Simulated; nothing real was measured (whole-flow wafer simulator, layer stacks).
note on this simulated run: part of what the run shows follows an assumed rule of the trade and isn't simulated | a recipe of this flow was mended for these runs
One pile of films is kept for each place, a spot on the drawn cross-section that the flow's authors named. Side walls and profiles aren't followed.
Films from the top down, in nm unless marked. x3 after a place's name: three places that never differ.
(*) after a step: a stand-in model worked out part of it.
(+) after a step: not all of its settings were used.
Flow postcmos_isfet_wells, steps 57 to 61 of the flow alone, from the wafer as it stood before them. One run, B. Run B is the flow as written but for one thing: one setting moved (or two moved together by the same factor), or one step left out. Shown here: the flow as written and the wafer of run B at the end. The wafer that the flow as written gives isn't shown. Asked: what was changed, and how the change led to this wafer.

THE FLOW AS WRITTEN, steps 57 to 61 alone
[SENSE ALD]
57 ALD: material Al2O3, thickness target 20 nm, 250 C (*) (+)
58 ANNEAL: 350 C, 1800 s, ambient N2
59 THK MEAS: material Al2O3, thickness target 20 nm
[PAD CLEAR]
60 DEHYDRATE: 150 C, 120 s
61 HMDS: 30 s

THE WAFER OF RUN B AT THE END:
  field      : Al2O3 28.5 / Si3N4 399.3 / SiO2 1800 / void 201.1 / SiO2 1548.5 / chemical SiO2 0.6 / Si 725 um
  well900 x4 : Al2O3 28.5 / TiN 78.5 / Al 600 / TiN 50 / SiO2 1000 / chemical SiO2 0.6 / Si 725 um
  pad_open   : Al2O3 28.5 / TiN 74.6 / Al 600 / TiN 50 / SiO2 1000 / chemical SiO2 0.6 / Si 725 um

The cause: step 57, ALD: thickness target 28.5 nm was run, where the flow has thickness target 20 nm.
It can be read off the wafer: field has Al2O3 28.5, and step 57 as written asks for 20 nm.

How the change led to this, step by step:
  57 ALD: material Al2O3, thickness target 20 nm, 250 C (*) (+)
      field, margin x3, well900 x4, pad_open: Al2O3 +28.5 (new film) (as written it would be: Al2O3 +20 (new film))
